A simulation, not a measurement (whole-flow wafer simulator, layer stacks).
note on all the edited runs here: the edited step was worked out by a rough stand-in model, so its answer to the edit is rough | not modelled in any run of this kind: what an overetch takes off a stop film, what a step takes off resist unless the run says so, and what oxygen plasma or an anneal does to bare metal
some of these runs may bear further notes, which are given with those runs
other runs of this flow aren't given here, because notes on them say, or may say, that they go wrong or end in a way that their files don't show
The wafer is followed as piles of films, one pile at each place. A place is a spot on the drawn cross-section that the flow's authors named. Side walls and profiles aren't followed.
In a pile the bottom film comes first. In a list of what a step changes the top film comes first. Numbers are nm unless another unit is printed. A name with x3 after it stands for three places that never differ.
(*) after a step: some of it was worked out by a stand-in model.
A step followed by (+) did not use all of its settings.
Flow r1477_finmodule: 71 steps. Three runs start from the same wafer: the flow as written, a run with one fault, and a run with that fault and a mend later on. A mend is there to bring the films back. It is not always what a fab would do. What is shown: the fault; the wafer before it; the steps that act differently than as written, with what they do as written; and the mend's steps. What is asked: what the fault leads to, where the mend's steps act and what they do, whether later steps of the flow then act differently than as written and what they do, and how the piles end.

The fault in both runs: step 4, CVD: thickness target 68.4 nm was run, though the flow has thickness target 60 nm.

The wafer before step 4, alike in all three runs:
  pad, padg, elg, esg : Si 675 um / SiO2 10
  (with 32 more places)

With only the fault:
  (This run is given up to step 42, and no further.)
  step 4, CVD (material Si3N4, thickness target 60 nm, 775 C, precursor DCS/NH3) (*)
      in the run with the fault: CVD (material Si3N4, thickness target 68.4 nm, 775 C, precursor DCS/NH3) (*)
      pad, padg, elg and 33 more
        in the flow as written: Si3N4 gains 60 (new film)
        in the run with the fault: Si3N4 gains 68.4 (new film)
  Steps further on in the flow that do not act as written:
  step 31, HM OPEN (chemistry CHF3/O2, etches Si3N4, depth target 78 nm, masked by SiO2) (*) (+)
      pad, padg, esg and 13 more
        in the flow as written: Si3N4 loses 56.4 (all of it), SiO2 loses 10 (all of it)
        in the run with the fault: Si3N4 loses 64.8 (all of it), SiO2 loses 6.61
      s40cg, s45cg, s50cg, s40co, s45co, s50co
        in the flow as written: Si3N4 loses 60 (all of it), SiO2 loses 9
        in the run with the fault: Si3N4 loses 68.4 (all of it), SiO2 loses 4.8
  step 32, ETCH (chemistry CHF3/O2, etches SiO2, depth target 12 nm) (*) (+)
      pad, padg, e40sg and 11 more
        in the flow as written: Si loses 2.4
        in the run with the fault: SiO2 loses 3.39 (all of it), Si loses 1.72
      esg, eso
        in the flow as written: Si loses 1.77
        in the run with the fault: SiO2 loses 3.39 (all of it), Si loses 1.72
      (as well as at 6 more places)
  Once step 42 is done, the piles at elg, e40lg, e100lg and 11 more depart from the flow's by more than 2% or 0.5 nm, whichever is larger.
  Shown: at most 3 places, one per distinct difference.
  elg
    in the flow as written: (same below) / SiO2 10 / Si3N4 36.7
    in the run with the fault: (same below) / SiO2 10 / Si3N4 45.1
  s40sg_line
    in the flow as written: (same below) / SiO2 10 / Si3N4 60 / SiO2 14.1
    in the run with the fault: (same below) / SiO2 10 / Si3N4 68.4 / SiO2 14.1

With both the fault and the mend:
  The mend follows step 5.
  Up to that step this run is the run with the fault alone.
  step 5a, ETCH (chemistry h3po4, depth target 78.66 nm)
      pad, padg, elg and 33 more
        Si3N4 loses 68.4 (all of it)
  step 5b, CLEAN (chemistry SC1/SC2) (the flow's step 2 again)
      does not change any film at any place that is followed
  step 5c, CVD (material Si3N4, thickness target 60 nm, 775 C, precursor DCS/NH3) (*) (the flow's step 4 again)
      pad, padg, elg and 33 more
        Si3N4 gains 60 (new film)
  Every later step of the flow that is run acts as written at every place that is followed.
  The piles end the same as the flow's at every place that both follow.
